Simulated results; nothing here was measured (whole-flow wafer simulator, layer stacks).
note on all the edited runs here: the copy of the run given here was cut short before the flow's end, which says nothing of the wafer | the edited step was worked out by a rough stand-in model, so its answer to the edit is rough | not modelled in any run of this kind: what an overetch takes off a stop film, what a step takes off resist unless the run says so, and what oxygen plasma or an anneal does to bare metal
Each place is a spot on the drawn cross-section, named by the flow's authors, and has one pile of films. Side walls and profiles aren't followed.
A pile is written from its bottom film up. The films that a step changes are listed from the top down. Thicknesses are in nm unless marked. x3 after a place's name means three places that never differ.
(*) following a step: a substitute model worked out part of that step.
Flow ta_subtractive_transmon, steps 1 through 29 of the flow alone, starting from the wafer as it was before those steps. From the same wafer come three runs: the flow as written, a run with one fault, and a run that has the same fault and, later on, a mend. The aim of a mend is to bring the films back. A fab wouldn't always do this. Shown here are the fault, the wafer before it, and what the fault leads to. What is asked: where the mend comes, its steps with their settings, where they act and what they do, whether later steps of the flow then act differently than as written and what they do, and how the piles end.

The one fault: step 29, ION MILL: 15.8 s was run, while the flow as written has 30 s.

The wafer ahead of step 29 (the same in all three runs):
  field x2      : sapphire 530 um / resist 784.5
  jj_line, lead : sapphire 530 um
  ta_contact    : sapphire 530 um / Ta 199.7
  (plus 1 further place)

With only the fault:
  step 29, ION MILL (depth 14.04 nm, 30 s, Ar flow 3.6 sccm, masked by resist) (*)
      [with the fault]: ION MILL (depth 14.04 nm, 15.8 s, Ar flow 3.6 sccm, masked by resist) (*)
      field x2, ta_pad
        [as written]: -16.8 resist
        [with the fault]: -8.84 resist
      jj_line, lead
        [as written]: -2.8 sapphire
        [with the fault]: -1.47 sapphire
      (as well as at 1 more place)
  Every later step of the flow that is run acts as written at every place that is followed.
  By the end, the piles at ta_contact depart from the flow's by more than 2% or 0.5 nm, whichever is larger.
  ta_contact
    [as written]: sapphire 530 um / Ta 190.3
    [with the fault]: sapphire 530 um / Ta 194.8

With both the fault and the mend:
  After step 29 comes the mend.
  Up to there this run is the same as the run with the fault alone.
  step 29a, ION MILL (depth 14.04 nm, 14.2 s, Ar flow 3.6 sccm, masked by resist) (*) (a further turn of the flow's step 29, with different settings)
      field x2, ta_pad
        -7.95 resist
      jj_line, lead
        -1.32 sapphire
      ta_contact
        -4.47 Ta
  Every later step of the flow that is run acts as written at every place that is followed.
  At every place that both follow, the piles at the end match the flow's.
